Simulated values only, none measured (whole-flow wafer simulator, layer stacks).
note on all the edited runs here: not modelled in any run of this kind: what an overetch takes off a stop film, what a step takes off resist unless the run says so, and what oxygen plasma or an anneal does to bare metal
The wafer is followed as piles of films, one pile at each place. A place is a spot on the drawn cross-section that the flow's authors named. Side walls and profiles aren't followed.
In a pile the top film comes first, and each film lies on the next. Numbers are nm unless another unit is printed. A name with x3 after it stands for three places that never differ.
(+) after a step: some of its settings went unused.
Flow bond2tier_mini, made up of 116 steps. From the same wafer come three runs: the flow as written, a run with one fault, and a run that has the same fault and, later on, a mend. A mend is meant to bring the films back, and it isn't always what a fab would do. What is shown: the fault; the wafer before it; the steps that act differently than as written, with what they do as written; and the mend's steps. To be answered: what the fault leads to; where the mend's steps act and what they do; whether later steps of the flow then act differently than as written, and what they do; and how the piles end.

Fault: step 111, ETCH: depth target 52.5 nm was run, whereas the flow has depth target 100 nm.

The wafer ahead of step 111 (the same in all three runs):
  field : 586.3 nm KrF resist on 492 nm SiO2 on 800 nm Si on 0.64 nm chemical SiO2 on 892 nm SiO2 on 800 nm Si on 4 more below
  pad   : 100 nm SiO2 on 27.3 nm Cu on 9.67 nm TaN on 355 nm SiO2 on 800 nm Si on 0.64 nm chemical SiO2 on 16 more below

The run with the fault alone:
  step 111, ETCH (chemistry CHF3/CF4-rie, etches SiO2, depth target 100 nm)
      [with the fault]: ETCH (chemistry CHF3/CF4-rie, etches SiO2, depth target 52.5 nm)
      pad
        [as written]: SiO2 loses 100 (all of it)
        [with the fault]: SiO2 loses 52.5
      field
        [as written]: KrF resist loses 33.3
        [with the fault]: KrF resist loses 17.5
  Later steps of the flow acting differently than as written (not shown: 1 more step that differs only slightly, by at most 2% or 0.5 nm, whichever is larger):
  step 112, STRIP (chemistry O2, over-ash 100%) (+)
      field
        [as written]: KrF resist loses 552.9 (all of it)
        [with the fault]: KrF resist loses 568.8 (all of it)
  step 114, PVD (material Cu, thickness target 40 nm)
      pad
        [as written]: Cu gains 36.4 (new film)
        [with the fault]: Cu gains 38.1 (new film)
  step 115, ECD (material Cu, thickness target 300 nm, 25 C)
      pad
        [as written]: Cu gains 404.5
        [with the fault]: Cu gains 354.9
  At pad, the piles at the end differ from the flow's by more than 2% or 0.5 nm, whichever is larger.
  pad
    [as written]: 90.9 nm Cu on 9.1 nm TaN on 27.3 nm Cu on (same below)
    [with the fault]: 43 nm Cu on 9.53 nm TaN on 47.5 nm SiO2 on 27.3 nm Cu on (same below)

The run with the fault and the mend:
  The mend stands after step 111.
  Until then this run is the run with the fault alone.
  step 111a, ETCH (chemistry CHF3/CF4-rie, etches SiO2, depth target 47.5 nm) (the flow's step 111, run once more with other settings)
      field
        KrF resist loses 15.8
      pad
        SiO2 loses 47.5 (all of it)
  Later steps of the flow that are run all act as written at every place that is followed.
  The piles end the same as the flow's at every place that both follow.
